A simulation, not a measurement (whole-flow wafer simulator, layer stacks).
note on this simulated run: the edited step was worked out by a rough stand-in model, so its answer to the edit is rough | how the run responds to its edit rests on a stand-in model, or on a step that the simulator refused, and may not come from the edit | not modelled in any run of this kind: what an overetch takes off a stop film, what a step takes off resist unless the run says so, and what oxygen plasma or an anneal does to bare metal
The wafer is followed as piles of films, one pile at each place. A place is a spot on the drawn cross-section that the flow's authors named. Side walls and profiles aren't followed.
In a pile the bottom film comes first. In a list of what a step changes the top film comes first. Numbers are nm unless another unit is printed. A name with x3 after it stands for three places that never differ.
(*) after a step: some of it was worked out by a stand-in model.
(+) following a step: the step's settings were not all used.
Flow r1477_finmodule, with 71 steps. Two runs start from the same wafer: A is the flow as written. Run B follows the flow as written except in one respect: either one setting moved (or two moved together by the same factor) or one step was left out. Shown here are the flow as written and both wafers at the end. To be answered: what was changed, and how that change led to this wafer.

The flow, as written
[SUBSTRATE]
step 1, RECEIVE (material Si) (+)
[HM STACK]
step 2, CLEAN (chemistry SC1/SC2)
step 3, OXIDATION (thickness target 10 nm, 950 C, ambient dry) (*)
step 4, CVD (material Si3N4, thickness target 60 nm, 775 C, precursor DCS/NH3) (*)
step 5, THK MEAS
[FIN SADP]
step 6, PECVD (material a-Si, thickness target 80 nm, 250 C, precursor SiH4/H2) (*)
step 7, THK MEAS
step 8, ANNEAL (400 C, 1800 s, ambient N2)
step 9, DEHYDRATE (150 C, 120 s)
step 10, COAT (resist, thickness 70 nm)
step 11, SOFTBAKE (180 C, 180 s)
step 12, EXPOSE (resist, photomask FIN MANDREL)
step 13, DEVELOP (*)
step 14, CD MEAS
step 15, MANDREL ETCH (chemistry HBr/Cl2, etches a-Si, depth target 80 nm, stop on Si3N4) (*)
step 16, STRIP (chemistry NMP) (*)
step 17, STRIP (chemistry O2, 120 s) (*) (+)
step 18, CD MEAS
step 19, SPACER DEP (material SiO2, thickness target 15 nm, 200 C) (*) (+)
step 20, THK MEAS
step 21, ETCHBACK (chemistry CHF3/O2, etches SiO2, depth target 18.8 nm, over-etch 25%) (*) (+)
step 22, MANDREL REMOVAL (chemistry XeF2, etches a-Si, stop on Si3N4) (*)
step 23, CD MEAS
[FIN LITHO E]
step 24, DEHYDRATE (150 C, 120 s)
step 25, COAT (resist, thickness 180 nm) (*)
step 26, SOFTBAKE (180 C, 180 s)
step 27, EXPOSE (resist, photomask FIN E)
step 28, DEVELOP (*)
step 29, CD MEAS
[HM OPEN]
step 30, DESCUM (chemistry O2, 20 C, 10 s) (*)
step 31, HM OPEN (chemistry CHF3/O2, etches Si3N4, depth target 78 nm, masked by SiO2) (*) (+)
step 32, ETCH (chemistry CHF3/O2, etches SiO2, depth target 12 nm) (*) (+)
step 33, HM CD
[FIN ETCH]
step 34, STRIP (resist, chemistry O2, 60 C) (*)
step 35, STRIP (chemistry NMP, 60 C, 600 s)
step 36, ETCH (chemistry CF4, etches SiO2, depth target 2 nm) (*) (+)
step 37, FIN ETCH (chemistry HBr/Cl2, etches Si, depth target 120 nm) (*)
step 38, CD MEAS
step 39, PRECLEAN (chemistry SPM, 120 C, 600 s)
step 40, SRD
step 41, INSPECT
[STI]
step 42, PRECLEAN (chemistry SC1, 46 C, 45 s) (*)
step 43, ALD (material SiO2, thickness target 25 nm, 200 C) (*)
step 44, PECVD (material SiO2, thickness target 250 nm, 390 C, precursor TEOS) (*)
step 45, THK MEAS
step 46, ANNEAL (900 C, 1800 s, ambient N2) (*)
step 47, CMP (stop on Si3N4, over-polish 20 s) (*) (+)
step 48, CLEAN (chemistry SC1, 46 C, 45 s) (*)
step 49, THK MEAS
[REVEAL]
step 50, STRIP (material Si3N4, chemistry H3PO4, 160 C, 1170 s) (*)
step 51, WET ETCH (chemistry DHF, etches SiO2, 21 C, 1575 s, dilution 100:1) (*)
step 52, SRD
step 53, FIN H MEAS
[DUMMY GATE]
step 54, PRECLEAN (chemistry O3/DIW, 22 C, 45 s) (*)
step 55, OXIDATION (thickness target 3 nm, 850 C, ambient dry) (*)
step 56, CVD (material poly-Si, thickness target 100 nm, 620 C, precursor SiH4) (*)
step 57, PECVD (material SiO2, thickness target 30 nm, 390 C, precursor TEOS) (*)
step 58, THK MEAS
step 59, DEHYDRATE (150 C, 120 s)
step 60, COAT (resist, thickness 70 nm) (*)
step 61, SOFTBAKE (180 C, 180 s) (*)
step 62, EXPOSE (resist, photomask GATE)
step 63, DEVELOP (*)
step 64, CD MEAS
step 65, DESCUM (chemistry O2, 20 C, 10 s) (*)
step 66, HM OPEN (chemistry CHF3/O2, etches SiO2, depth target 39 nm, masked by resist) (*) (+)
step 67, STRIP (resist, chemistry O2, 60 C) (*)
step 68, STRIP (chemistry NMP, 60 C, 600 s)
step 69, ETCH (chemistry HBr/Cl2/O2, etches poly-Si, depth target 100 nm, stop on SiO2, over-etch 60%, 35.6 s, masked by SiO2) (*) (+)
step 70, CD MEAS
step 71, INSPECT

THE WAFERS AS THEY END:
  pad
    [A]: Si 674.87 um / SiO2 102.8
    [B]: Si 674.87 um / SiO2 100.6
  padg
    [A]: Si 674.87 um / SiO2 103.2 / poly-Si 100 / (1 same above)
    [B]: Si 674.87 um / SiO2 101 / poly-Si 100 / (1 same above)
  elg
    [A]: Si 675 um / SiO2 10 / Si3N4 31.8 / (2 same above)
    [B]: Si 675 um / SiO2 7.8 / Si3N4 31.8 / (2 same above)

Cause: step 3, OXIDATION: thickness target 7.8 nm was run, while the flow as written has thickness target 10 nm.
The wafer itself shows it: elg has SiO2 7.8, and step 3 as written asks for 10 nm.

The path from the change to this, step by step:
  step 3, OXIDATION (thickness target 10 nm, 950 C, ambient dry) (*)
      pad, padg, elg and 33 more: A SiO2 gains 10 (new film), chemical SiO2 loses 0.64 (all of it), Si loses 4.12 | B SiO2 gains 7.8 (new film), chemical SiO2 loses 0.64 (all of it), Si loses 3.15
  step 31, HM OPEN (chemistry CHF3/O2, etches Si3N4, depth target 78 nm, masked by SiO2) (*) (+)
      s40cg, s45cg, s50cg, s40co, s45co, s50co: A Si3N4 loses 60 (all of it), SiO2 loses 9 | B Si3N4 loses 60 (all of it), SiO2 loses 7.8 (all of it)
      pad, padg, esg and 13 more: A Si3N4 loses 56.4 (all of it), SiO2 loses 10 (all of it) | B Si3N4 loses 56.4 (all of it), SiO2 loses 7.8 (all of it)
  step 32, ETCH (chemistry CHF3/O2, etches SiO2, depth target 12 nm) (*) (+)
      s40cg, s40co: A SiO2 loses 1 (all of it), Si loses 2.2 | B Si loses 2.08
      s45cg, s45co: A SiO2 loses 1 (all of it), Si loses 2.2 | B Si loses 2.12
      (also at 2 further places)
  step 47, CMP (stop on Si3N4, over-polish 20 s) (*) (+)
      pad, padg, e40sg and 11 more: A SiO2 loses 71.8 | B SiO2 loses 74
      eso: A SiO2 loses 72.4 | B SiO2 loses 74.6
  step 51, WET ETCH (chemistry DHF, etches SiO2, 21 C, 1575 s, dilution 100:1) (*)
      s40sg_line, s45sg_line, s50sg_line, s40so_line, s45so_line, s50so_line: A SiO2 loses 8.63 (all of it) | B SiO2 loses 6.43 (all of it)
  step 60, COAT (resist, thickness 70 nm) (*)
      s40sg, s45sg, s40so, s45so: A resist gains 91 (new film) | B resist gains 93.1 (new film)
      s50sg, s50so: A resist gains 90.9 (new film) | B resist gains 93 (new film)
  step 63, DEVELOP (*)
      s40so, s45so: A resist loses 91 (all of it) | B resist loses 93.1 (all of it)
      s50so: A resist loses 90.9 (all of it) | B resist loses 93 (all of it)
  step 67, STRIP (resist, chemistry O2, 60 C) (*)
      s40sg, s45sg: A resist loses 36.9 (all of it) | B resist loses 39 (all of it)
      s50sg: A resist loses 36.8 (all of it) | B resist loses 38.9 (all of it)
